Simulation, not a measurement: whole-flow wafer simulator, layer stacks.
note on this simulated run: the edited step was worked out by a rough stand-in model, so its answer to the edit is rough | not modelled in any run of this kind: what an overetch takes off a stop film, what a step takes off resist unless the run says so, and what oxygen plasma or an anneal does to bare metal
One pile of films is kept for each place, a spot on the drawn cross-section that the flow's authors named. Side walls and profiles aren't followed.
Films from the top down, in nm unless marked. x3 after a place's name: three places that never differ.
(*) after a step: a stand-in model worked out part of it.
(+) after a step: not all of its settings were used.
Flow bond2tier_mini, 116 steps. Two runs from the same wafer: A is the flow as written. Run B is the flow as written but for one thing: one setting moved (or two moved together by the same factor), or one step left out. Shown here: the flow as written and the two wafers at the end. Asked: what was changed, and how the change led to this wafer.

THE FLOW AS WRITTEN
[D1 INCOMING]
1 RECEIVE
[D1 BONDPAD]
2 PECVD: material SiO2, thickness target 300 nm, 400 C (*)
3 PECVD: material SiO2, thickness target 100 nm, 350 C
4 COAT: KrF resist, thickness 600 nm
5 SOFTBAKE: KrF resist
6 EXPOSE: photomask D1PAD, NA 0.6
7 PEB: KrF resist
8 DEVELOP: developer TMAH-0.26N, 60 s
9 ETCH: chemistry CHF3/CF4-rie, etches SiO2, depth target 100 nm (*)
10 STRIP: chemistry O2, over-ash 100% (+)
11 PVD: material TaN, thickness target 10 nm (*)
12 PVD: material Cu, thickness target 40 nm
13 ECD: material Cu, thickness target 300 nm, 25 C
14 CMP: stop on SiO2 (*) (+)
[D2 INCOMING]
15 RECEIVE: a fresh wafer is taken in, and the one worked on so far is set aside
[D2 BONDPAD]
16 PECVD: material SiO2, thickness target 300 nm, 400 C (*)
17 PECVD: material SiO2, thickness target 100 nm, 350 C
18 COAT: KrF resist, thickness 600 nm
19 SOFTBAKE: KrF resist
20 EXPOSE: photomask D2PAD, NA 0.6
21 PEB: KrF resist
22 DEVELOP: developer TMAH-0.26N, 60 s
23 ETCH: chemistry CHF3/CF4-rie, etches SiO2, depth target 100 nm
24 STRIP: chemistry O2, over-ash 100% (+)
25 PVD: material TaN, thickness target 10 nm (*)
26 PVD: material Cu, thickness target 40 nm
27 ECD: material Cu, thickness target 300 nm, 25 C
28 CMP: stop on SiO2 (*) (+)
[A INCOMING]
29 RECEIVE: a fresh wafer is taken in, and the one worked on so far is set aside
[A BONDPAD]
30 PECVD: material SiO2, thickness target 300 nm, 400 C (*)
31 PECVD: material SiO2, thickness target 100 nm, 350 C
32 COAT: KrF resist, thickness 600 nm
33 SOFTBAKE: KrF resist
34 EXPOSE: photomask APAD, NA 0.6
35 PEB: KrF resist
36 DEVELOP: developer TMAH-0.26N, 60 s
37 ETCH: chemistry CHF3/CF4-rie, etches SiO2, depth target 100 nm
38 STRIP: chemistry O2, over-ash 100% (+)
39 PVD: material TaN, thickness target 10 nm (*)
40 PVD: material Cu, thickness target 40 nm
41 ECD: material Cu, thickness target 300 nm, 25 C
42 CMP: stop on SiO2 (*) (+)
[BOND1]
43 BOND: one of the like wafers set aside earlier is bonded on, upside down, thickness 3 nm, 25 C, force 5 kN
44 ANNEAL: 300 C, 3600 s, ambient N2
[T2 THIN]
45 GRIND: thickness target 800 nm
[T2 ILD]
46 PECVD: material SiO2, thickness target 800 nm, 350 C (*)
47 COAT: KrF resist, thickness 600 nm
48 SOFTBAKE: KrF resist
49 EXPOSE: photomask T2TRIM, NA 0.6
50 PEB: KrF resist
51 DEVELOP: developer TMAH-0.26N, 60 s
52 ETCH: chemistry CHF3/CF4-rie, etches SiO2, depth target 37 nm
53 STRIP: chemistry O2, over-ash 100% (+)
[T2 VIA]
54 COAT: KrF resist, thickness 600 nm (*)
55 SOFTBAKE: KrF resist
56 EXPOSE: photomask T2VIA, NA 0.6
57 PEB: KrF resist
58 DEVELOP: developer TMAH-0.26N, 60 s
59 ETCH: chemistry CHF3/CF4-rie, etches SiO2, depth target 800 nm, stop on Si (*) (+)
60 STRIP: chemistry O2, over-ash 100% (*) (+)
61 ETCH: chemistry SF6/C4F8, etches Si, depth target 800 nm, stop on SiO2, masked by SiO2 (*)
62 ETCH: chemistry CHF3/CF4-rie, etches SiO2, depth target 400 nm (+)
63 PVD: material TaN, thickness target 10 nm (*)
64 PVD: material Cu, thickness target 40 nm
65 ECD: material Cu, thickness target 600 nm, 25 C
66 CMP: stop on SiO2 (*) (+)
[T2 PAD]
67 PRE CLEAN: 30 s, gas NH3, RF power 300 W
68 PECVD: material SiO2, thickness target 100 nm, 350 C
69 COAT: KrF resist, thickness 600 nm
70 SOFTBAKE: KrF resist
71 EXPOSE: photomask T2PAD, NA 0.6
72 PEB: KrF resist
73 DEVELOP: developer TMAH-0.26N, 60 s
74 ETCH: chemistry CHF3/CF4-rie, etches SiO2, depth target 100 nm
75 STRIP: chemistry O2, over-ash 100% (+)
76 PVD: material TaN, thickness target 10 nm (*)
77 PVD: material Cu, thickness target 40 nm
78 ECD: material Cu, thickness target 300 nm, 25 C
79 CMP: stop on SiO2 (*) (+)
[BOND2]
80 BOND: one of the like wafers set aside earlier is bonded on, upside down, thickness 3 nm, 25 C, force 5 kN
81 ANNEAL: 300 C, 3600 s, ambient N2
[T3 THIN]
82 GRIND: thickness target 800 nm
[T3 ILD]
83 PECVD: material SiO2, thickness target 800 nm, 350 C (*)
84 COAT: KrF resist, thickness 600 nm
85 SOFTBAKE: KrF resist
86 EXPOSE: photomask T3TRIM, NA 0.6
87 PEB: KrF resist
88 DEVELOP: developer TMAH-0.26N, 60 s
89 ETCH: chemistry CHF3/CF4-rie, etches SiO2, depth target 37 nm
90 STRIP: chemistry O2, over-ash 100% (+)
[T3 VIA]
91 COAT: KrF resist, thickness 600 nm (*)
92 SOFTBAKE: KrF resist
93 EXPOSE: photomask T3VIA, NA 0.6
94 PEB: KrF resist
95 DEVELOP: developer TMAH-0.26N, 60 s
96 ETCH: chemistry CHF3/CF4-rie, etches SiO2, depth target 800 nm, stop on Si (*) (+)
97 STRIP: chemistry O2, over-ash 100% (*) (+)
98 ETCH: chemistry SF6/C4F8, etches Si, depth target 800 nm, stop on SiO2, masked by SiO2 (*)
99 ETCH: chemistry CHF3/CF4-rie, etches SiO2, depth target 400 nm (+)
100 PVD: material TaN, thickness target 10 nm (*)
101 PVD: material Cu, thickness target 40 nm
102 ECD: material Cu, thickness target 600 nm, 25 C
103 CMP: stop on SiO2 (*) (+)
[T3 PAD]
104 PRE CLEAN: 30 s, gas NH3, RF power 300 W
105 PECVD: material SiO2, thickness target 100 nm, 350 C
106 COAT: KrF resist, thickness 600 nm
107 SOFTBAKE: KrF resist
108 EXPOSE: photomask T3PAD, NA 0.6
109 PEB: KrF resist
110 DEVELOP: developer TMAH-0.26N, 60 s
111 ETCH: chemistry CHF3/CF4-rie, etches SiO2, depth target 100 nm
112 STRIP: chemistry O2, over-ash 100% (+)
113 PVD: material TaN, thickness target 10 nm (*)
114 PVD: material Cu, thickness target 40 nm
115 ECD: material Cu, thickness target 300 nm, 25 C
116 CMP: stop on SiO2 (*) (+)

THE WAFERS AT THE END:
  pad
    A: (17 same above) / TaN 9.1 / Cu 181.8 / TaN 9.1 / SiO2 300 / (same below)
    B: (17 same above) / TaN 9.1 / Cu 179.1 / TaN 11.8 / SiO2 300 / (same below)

The cause: step 39, PVD: thickness target 13 nm was run, where the flow has thickness target 10 nm.

How the change led to this, step by step:
  39 PVD: material TaN, thickness target 10 nm (*)
      field: A TaN +10 (new film) | B TaN +13 (new film)
      pad: A TaN +9.1 (new film) | B TaN +11.8 (new film)
      (and at 1 more place)
  42 CMP: stop on SiO2 (*) (+)
      field: A Cu -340 (all of it), TaN -10 (all of it) | B Cu -340 (all of it), TaN -13 (all of it)
